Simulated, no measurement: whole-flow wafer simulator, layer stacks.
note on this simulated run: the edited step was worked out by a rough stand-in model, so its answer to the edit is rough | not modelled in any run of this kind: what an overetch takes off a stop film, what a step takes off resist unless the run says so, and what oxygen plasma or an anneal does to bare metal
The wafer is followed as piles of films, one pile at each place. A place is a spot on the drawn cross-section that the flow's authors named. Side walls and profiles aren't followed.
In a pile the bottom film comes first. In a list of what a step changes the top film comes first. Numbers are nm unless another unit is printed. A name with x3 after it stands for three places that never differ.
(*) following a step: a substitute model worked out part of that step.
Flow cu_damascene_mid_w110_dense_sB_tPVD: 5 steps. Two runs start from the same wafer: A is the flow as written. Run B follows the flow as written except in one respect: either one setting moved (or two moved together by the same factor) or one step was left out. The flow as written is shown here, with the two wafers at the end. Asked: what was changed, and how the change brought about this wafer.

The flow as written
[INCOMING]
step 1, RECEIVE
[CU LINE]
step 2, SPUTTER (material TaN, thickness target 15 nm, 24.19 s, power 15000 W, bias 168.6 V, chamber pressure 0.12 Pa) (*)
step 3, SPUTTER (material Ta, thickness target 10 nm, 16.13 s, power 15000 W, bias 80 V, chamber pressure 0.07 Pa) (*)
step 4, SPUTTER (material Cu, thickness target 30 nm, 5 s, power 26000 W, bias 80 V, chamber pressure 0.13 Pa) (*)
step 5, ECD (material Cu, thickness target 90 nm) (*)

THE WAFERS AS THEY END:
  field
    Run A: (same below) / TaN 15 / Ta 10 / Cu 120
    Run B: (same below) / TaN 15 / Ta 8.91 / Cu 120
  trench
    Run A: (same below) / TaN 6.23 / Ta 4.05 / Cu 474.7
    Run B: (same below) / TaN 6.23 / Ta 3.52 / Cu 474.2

What caused this: step 3, SPUTTER: power 13360 W was run, whereas the flow has power 15000 W.

The path from the change to this, step by step:
  step 3, SPUTTER (material Ta, thickness target 10 nm, 16.13 s, power 15000 W, bias 80 V, chamber pressure 0.07 Pa) (*)
      field: A Ta gains 10 (new film) | B Ta gains 8.91 (new film)
      trench: A Ta gains 4.05 (new film) | B Ta gains 3.52 (new film)
